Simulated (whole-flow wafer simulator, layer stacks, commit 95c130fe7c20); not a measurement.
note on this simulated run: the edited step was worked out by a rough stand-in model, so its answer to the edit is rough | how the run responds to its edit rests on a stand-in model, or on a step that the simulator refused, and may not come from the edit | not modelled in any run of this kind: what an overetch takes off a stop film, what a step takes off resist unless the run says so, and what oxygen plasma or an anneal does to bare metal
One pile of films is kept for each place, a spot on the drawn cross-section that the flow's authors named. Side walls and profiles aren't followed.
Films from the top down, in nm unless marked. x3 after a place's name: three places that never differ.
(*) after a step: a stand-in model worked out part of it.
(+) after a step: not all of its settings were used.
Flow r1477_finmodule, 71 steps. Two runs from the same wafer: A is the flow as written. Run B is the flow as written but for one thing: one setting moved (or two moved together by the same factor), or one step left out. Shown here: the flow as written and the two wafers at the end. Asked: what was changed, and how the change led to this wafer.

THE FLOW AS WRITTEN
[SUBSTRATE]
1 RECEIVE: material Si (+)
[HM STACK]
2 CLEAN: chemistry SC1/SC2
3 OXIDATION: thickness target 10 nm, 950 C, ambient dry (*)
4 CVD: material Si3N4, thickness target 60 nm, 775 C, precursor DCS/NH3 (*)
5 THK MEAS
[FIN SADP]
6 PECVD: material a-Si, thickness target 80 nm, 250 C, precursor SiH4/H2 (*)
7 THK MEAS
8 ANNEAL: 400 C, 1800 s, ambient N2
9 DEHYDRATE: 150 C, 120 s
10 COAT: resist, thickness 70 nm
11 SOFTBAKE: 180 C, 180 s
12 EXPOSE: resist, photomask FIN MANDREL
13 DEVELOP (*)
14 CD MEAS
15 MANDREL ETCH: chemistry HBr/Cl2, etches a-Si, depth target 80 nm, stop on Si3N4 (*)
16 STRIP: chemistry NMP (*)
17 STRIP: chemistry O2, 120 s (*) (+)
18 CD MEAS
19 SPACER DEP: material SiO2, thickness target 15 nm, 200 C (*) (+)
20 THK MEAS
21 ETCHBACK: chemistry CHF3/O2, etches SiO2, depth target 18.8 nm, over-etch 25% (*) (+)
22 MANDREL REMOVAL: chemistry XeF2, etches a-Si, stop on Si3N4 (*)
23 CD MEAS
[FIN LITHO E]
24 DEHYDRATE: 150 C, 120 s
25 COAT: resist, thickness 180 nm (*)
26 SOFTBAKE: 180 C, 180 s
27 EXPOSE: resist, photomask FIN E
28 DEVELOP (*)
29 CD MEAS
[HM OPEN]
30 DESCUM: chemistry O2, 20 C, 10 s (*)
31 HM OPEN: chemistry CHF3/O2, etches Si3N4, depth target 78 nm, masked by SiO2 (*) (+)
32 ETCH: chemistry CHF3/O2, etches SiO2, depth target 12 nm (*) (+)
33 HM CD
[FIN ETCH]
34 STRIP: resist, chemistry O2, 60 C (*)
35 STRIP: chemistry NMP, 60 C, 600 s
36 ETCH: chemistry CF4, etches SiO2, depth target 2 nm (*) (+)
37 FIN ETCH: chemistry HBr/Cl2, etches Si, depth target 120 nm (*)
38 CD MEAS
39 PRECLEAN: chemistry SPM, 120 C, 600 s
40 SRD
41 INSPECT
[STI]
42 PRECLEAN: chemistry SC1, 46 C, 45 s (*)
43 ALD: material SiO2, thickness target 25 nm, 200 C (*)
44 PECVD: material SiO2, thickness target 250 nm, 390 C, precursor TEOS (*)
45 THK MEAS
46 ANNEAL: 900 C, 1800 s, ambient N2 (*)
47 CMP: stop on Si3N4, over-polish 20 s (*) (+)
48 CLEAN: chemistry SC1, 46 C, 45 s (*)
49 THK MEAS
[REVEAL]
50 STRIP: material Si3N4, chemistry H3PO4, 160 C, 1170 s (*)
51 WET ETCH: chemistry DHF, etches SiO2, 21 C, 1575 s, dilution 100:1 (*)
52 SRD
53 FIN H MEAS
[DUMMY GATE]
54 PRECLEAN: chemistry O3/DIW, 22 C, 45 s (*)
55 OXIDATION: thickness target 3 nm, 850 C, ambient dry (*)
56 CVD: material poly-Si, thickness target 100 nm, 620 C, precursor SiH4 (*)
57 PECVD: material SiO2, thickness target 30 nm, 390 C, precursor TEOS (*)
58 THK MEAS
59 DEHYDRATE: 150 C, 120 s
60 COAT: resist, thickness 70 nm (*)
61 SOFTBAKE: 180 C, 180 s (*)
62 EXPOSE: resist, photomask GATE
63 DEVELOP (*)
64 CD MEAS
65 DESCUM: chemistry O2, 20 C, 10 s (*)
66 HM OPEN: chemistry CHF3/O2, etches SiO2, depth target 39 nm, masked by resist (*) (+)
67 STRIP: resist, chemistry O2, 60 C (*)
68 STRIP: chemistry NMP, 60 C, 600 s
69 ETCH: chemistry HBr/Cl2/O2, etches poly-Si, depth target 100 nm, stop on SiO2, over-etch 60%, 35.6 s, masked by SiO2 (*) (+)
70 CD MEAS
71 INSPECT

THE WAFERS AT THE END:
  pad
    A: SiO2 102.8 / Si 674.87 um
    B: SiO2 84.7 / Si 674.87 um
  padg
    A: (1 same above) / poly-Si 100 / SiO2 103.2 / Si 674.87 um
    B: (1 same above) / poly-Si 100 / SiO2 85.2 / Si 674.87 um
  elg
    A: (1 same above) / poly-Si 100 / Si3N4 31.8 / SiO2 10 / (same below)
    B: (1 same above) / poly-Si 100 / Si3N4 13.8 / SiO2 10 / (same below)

The cause: step 4, CVD: thickness target 42 nm was run, where the flow has thickness target 60 nm.

How the change led to this, step by step:
  4 CVD: material Si3N4, thickness target 60 nm, 775 C, precursor DCS/NH3 (*)
      pad, padg, elg and 33 more: A Si3N4 +60 (new film) | B Si3N4 +42 (new film)
  31 HM OPEN: chemistry CHF3/O2, etches Si3N4, depth target 78 nm, masked by SiO2 (*) (+)
      pad, padg, esg and 13 more: A Si3N4 -56.4 (all of it), SiO2 -10 (all of it) | B Si3N4 -38.4 (all of it), SiO2 -9.6
      elg, e40lg, e100lg, e200lg, elo, e40lo, e100lo, e200lo: A resist -78 | B resist -57.6
      (and at 12 more places)
  32 ETCH: chemistry CHF3/O2, etches SiO2, depth target 12 nm (*) (+)
      esg, eso: A Si -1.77 | B SiO2 -0.4 (all of it), Si -2.32
      s40cg, s45cg, s50cg, s40co, s45co, s50co: A SiO2 -1 (all of it), Si -2.2 | B SiO2 -2.21 (all of it), Si -1.96
  34 STRIP: resist, chemistry O2, 60 C (*)
      elg, e40lg, e100lg, e200lg, elo, e40lo, e100lo, e200lo: A resist -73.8 (all of it) | B resist -94.2 (all of it)
  43 ALD: material SiO2, thickness target 25 nm, 200 C (*)
      s40cg, s45cg, s50cg, s40co, s45co, s50co: A SiO2 +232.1 (new film) | B SiO2 +224 (new film)
      esg: A SiO2 +194.3 (new film) | B SiO2 +176.8 (new film)
  47 CMP: stop on Si3N4, over-polish 20 s (*) (+)
      pad, padg, e40sg and 11 more: A SiO2 -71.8 | B SiO2 -89.9
      s40cg, s45cg, s50cg, s40co, s45co, s50co: A SiO2 -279 | B SiO2 -289.2
      (and at 7 more places)
  50 STRIP: material Si3N4, chemistry H3PO4, 160 C, 1170 s (*)
      s40sg_line, s45sg_line, s50sg_line, s40so_line, s45so_line, s50so_line: A Si3N4 -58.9 (all of it), SiO2 -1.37 | B Si3N4 -40.9 (all of it), SiO2 -1.93
  51 WET ETCH: chemistry DHF, etches SiO2, 21 C, 1575 s, dilution 100:1 (*)
      s40sg_line, s45sg_line, s50sg_line, s40so_line, s45so_line, s50so_line: A SiO2 -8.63 (all of it) | B SiO2 -8.07 (all of it)
  56 CVD: material poly-Si, thickness target 100 nm, 620 C, precursor SiH4 (*)
      s40cg, s40co: A poly-Si +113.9 (new film) | B poly-Si +133.9 (new film)
      s45cg, s45co: A poly-Si +113.4 (new film) | B poly-Si +133.9 (new film)
      (and at 2 more places)
  60 COAT: resist, thickness 70 nm (*)
      s40cg, s40co: A resist +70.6 (new film) | B resist +68.4 (new film)
      s40sg, s40so: A resist +91 (new film) | B resist +108.8 (new film)
      (and at 8 more places)
  63 DEVELOP (*)
      s40co: A resist -70.6 (all of it) | B resist -68.4 (all of it)
      s40so: A resist -91 (all of it) | B resist -108.8 (all of it)
      (and at 4 more places)
  67 STRIP: resist, chemistry O2, 60 C (*)
      s40cg: A resist -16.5 (all of it) | B resist -14.3 (all of it)
      s40sg: A resist -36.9 (all of it) | B resist -54.6 (all of it)
      (and at 4 more places)
  69 ETCH: chemistry HBr/Cl2/O2, etches poly-Si, depth target 100 nm, stop on SiO2, over-etch 60%, 35.6 s, masked by SiO2 (*) (+)
      s40co: A chemical SiO2 -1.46 (all of it), poly-Si -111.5 (all of it), SiO2 -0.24 | B chemical SiO2 -1.46 (all of it), poly-Si -131.5 (all of it), SiO2 -0.14
      s45co: A chemical SiO2 -1.46 (all of it), poly-Si -110.9 (all of it), SiO2 -0.25 | B chemical SiO2 -1.46 (all of it), poly-Si -131.5 (all of it), SiO2 -0.14
      (and at 1 more place)
